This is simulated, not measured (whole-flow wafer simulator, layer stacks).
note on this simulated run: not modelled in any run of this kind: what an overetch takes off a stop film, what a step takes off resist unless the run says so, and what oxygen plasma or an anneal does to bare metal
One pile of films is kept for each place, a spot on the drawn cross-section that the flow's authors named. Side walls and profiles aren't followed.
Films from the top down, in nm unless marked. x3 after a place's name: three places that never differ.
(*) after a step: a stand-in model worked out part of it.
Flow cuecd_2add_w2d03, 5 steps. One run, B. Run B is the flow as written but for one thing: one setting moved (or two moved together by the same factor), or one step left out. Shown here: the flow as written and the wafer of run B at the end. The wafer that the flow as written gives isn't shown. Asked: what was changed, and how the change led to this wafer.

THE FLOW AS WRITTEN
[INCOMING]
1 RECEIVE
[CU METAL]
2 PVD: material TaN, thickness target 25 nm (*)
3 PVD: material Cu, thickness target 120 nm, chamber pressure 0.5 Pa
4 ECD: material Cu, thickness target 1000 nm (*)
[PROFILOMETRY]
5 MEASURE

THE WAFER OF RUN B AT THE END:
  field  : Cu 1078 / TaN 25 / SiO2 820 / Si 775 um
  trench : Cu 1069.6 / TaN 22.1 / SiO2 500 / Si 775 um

The cause: step 3, PVD: thickness target 78 nm was run, where the flow has thickness target 120 nm.

How the change led to this, step by step:
  3 PVD: material Cu, thickness target 120 nm, chamber pressure 0.5 Pa
      field: Cu +78 (new film) (as written it would be: Cu +120 (new film))
      trench: Cu +69.6 (new film) (as written it would be: Cu +107.2 (new film))
